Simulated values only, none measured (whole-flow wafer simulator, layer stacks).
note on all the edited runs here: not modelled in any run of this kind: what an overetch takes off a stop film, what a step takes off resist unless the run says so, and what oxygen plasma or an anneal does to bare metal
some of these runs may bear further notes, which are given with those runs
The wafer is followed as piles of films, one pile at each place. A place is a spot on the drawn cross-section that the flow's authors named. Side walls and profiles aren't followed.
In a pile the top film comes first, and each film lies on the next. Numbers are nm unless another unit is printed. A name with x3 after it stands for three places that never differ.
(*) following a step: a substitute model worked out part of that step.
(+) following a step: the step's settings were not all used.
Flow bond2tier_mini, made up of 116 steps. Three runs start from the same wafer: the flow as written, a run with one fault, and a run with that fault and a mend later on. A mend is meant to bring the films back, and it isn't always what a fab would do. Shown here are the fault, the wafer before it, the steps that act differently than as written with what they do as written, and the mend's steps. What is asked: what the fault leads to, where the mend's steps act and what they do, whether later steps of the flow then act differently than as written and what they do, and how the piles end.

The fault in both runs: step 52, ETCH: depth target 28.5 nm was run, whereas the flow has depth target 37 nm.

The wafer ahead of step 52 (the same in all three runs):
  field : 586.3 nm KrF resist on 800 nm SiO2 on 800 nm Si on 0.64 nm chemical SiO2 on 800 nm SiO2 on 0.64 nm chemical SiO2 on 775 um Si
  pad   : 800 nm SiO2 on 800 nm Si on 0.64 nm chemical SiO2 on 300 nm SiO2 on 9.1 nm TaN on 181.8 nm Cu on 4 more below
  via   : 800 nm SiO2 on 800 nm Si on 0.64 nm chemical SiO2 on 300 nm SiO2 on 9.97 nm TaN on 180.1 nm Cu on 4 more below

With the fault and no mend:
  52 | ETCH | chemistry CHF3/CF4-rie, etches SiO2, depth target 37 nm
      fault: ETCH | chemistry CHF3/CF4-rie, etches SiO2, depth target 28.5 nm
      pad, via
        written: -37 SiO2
        fault: -28.5 SiO2
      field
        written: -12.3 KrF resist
        fault: -9.5 KrF resist
  Every later step of the flow that is run acts as written, at every place that is followed, to within 2% or 0.5 nm, whichever is larger.
  The piles end different from the flow's at pad by more than 2% or 0.5 nm, whichever is larger.
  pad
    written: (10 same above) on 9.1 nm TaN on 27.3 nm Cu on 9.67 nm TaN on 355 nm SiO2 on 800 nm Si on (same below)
    fault: (10 same above) on 9.1 nm TaN on 18.8 nm Cu on 9.74 nm TaN on 363.5 nm SiO2 on 800 nm Si on (same below)

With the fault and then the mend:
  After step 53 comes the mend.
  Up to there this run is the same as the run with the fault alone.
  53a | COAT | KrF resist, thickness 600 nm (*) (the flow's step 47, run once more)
      field
        +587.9 KrF resist (new film)
      pad
        +612.6 KrF resist (new film)
      via
        +611.1 KrF resist (new film)
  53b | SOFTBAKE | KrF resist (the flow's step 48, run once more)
      does not change any film at any place that is followed
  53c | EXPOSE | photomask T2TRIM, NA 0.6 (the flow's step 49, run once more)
      does not change any film at any place that is followed
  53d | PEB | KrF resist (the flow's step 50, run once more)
      does not change any film at any place that is followed
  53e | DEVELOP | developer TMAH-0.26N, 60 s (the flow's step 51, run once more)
      field
        -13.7 KrF resist
      pad
        -612.6 KrF resist (all of it)
      via
        -611.1 KrF resist (all of it)
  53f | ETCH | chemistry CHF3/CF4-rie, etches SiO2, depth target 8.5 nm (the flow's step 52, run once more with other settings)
      pad, via
        -8.5 SiO2
      field
        -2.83 KrF resist
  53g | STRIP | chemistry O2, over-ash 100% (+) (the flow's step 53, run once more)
      field
        -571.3 KrF resist (all of it)
  Every later step of the flow that is run acts as written at every place that is followed.
  By the end, the piles equal the flow's at every place that both follow.
